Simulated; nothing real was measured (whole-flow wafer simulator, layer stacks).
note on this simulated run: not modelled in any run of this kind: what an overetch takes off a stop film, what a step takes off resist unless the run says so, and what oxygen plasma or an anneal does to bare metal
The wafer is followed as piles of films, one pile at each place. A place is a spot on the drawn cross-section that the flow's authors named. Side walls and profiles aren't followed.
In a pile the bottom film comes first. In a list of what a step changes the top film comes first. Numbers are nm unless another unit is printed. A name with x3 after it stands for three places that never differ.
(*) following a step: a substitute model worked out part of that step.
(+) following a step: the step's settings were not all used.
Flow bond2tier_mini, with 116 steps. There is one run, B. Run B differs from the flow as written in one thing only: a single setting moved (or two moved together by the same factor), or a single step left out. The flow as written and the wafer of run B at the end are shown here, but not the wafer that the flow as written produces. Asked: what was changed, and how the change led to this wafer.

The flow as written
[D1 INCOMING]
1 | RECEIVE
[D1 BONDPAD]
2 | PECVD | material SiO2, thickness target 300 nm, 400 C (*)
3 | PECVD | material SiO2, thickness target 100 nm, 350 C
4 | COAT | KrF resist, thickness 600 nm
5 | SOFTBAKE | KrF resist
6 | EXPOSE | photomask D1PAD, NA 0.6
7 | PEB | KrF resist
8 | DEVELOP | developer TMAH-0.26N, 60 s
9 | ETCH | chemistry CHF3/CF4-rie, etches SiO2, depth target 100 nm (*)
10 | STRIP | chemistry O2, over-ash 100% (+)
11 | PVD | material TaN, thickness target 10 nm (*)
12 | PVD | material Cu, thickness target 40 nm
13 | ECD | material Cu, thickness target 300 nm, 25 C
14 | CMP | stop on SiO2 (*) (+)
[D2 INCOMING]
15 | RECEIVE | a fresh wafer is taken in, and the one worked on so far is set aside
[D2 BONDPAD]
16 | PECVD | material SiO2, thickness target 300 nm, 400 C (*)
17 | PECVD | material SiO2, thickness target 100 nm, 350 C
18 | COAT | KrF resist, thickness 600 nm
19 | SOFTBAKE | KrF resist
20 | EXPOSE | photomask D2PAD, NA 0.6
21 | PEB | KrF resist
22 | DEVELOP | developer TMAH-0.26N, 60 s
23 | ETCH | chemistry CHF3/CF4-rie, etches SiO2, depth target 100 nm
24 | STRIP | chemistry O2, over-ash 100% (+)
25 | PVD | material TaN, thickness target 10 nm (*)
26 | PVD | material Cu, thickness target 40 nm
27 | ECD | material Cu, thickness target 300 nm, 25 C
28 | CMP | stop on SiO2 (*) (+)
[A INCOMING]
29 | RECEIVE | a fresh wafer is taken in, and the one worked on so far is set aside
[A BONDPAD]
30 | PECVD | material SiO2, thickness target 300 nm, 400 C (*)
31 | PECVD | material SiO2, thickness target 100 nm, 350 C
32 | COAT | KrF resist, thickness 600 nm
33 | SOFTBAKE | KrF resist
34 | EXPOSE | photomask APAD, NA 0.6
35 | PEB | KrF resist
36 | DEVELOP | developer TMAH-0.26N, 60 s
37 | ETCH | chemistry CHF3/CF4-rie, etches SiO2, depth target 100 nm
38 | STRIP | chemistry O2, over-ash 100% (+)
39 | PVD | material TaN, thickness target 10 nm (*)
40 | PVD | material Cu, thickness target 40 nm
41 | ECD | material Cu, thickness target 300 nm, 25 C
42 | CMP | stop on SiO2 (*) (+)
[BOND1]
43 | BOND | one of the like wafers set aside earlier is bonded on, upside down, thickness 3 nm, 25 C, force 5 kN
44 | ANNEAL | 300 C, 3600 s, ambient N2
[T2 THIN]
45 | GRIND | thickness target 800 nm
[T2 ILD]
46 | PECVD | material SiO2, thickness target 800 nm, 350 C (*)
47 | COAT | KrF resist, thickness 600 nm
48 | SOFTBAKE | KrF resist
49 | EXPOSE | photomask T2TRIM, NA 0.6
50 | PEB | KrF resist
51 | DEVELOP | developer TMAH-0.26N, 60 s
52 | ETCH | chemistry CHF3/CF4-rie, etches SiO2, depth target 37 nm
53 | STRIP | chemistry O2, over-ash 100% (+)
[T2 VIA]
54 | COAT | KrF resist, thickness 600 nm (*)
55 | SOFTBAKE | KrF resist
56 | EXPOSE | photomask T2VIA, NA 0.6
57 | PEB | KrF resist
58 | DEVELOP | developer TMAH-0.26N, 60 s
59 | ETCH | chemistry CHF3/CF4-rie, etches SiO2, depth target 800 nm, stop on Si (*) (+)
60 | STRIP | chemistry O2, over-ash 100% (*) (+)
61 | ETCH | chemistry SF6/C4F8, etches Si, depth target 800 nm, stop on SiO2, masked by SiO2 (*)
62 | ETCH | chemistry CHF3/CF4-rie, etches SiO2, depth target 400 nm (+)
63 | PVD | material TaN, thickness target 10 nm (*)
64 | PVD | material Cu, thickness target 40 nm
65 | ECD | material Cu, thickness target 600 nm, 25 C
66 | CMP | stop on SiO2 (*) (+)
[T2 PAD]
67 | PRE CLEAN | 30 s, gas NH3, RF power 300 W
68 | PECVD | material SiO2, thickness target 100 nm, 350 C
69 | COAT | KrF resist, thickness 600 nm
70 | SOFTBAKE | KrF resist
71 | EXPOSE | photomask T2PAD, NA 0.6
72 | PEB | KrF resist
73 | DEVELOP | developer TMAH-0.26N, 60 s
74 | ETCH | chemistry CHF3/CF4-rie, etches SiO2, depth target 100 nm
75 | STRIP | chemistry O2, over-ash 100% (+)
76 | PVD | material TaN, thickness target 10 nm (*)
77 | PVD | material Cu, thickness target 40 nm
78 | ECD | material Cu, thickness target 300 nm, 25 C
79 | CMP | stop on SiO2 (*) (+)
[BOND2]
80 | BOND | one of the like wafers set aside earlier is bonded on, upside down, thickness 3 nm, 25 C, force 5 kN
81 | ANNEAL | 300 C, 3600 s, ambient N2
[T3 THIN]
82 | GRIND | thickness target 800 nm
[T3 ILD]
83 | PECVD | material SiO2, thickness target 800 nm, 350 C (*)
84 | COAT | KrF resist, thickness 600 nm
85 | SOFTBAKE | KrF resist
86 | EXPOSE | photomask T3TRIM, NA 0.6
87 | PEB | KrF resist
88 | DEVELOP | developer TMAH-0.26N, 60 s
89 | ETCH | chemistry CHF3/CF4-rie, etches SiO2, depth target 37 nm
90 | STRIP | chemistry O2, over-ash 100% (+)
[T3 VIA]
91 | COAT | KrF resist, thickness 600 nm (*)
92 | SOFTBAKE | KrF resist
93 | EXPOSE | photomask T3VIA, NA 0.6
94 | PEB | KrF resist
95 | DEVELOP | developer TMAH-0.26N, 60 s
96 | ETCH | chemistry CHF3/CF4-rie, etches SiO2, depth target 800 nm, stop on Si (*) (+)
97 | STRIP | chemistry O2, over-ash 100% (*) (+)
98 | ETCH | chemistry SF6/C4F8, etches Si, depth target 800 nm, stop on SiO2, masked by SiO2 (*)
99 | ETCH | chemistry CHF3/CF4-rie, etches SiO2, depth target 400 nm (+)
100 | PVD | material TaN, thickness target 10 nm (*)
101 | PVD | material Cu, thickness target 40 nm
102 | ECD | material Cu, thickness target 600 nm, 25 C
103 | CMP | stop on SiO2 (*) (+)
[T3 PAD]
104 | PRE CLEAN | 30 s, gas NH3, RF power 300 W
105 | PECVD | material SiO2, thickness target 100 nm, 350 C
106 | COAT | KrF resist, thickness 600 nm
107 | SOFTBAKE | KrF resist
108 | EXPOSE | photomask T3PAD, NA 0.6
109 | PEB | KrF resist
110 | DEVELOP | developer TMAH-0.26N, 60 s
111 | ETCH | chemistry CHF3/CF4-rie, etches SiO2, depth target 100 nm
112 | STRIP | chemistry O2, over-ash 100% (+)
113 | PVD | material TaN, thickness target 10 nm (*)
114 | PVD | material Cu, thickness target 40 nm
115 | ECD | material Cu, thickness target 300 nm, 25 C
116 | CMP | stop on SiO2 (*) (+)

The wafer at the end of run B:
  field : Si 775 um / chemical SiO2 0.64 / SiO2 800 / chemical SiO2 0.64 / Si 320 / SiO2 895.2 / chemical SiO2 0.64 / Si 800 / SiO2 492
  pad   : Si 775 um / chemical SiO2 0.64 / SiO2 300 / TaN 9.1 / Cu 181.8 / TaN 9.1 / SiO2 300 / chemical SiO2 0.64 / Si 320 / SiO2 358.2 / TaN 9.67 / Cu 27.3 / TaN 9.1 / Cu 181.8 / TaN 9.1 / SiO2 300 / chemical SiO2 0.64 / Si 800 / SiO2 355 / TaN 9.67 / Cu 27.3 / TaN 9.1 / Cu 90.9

The reason: step 45, GRIND: thickness target 320 nm was run, whereas the flow has thickness target 800 nm.
The wafer itself shows it: field has Si 320, and step 45 as written asks for 800 nm.

Step by step, how the change led to this:
  45 | GRIND | thickness target 800 nm
      field, pad, via: Si loses 774.68 um (as written it would have been: Si loses 774.2 um)
  61 | ETCH | chemistry SF6/C4F8, etches Si, depth target 800 nm, stop on SiO2, masked by SiO2 (*)
      field, pad: SiO2 loses 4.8 (as written it would have been: SiO2 loses 8)
